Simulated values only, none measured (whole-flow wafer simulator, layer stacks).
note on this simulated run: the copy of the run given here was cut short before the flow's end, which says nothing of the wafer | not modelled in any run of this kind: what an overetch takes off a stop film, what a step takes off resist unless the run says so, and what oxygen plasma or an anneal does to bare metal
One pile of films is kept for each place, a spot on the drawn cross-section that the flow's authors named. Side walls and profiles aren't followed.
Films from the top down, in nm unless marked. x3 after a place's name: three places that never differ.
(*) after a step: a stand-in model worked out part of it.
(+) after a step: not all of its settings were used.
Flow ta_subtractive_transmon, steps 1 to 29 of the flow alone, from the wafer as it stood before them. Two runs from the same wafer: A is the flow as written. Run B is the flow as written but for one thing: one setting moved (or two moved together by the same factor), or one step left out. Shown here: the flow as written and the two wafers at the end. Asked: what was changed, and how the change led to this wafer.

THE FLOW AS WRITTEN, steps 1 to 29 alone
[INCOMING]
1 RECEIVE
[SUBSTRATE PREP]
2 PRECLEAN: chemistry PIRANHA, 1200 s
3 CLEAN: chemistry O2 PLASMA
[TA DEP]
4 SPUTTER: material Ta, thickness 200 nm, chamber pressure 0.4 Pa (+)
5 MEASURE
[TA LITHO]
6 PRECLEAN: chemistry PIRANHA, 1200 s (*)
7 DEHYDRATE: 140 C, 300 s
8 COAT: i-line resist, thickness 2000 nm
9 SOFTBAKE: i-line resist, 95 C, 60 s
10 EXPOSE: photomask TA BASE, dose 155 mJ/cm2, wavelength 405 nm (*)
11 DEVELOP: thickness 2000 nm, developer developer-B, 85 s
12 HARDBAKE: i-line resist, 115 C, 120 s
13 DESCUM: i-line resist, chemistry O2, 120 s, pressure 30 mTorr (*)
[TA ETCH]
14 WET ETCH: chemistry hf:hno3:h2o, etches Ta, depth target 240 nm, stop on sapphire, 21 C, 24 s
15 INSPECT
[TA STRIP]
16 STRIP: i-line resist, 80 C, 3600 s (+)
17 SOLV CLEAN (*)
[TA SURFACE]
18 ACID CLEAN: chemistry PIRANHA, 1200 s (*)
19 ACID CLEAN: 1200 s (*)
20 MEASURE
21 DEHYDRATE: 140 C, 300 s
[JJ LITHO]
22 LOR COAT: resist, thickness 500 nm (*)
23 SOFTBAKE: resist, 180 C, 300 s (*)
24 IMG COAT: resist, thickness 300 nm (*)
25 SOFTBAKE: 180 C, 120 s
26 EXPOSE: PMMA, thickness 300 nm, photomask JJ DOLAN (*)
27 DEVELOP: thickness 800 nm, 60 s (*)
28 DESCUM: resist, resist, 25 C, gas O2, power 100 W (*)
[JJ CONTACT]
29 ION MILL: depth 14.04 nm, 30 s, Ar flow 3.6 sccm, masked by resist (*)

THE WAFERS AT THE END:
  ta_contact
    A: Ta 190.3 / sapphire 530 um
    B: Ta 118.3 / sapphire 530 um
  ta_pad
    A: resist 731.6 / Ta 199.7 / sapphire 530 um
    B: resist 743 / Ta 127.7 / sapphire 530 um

The cause: step 4, SPUTTER: thickness 128 nm was run, where the flow has thickness 200 nm.

How the change led to this, step by step:
  4 SPUTTER: material Ta, thickness 200 nm, chamber pressure 0.4 Pa (+)
      field x2, jj_line, lead, ta_contact, ta_pad: A Ta +200 (new film) | B Ta +128 (new film)
  14 WET ETCH: chemistry hf:hno3:h2o, etches Ta, depth target 240 nm, stop on sapphire, 21 C, 24 s
      field x2, jj_line, lead: A Ta -200 (all of it) | B Ta -128 (all of it)
  22 LOR COAT: resist, thickness 500 nm (*)
      lead: A resist +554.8 (new film) | B resist +536 (new film)
      ta_contact: A resist +443.8 (new film) | B resist +462.8 (new film)
  24 IMG COAT: resist, thickness 300 nm (*)
      ta_pad: A resist +281.3 | B resist +287.9
  27 DEVELOP: thickness 800 nm, 60 s (*)
      lead: A resist -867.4 (all of it) | B resist -844 (all of it)
      ta_contact: A resist -731.2 (all of it) | B resist -754.9 (all of it)
